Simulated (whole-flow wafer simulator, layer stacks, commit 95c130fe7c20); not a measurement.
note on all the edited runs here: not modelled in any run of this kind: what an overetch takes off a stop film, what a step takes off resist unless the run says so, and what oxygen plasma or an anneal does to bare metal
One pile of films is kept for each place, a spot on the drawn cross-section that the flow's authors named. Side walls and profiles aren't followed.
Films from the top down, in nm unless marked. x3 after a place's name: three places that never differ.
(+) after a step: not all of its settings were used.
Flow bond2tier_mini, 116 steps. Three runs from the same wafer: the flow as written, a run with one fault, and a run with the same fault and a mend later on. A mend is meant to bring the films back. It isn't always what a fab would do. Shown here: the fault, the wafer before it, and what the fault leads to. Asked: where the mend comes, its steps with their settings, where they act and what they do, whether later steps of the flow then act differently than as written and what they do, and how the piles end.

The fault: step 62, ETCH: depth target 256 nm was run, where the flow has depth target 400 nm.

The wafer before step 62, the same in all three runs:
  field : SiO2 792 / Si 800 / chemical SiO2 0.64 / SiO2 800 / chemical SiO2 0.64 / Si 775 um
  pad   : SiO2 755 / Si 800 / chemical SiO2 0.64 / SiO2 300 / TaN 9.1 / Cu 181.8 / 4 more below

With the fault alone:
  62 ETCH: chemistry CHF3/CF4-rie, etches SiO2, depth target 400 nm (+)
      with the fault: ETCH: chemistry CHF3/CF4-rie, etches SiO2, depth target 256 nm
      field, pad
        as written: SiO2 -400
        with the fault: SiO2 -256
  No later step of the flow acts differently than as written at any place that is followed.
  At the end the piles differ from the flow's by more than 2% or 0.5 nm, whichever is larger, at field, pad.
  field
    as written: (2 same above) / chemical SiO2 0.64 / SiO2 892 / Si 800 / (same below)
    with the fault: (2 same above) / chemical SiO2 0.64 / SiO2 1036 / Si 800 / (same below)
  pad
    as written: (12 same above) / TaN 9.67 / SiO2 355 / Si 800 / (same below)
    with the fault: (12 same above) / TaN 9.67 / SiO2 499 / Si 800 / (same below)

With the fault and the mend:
  The mend comes after step 62.
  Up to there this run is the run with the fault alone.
  62a ETCH: chemistry CHF3/CF4-rie, etches SiO2, depth target 144 nm (+) (the flow's step 62 once more, with other settings)
      field, pad
        SiO2 -144
  No later step of the flow acts differently than as written at any place that is followed.
  At the end the piles are the same as the flow's at every place that both follow.
